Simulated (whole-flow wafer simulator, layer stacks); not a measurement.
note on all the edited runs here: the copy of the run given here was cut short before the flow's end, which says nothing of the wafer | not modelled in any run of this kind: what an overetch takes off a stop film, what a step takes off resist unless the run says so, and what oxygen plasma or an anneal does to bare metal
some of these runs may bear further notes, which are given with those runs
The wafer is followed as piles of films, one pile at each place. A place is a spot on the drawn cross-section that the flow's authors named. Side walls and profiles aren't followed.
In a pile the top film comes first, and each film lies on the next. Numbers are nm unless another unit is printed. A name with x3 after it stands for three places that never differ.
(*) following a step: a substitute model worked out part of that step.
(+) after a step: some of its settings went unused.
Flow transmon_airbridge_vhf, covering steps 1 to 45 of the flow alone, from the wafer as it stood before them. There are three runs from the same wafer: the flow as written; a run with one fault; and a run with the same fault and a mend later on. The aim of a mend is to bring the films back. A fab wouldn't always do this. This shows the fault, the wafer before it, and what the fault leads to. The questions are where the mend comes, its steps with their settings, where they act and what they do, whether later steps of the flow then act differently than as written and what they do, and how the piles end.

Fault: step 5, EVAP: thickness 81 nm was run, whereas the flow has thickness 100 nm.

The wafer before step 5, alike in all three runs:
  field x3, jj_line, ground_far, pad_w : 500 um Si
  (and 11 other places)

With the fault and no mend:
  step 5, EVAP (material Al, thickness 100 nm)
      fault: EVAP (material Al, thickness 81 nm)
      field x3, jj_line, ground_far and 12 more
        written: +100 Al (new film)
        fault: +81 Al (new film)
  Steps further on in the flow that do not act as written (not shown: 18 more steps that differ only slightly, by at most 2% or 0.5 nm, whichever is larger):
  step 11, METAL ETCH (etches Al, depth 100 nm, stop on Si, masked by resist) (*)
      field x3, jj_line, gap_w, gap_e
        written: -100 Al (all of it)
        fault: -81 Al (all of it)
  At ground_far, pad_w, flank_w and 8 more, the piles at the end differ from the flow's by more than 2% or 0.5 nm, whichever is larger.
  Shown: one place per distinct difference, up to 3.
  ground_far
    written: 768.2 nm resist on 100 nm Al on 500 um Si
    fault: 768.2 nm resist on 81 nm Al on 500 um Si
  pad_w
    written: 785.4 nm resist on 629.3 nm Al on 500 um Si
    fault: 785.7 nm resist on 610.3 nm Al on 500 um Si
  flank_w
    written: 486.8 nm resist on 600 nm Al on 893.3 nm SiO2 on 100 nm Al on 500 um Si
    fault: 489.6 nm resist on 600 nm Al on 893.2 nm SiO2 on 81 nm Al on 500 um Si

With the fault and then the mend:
  The mend follows step 10.
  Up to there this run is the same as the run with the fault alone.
  step 10a, STRIP (i-line resist, 80 C, 600 s) (+)
      ground_far, pad_w, flank_w and 8 more
        -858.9 i-line resist (all of it)
  step 10b, EVAP (material Al, thickness 19 nm) (a further turn of the flow's step 5, with different settings)
      field x3, jj_line, ground_far and 12 more
        +19 Al
  step 10c, COAT (i-line resist, thickness 900 nm) (a further turn of the flow's step 6)
      field x3, jj_line, ground_far and 12 more
        +900 i-line resist (new film)
  step 10d, SOFTBAKE (i-line resist, 90 C, 90 s) (a further turn of the flow's step 7)
      alters no film at any place that is followed
  step 10e, EXPOSE (i-line resist, thickness 900 nm, photomask AB CPW, dose 155.4 mJ/cm2, NA 0.45, wavelength 365 nm) (*) (a further turn of the flow's step 8)
      alters no film at any place that is followed
  step 10f, PEB (i-line resist, 110 C, 60 s) (a further turn of the flow's step 9)
      field x3, jj_line, ground_far and 12 more
        -41 i-line resist
  step 10g, DEVELOP (i-line resist, thickness 900 nm, developer developer-B, 60 s) (a further turn of the flow's step 10)
      ground_far, pad_w, flank_w and 8 more
        -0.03 i-line resist
      field x3, jj_line, gap_w, gap_e
        -859 i-line resist (all of it)
  Every later step of the flow that is run acts as written at every place that is followed.
  The piles end the same as the flow's at every place that both follow.
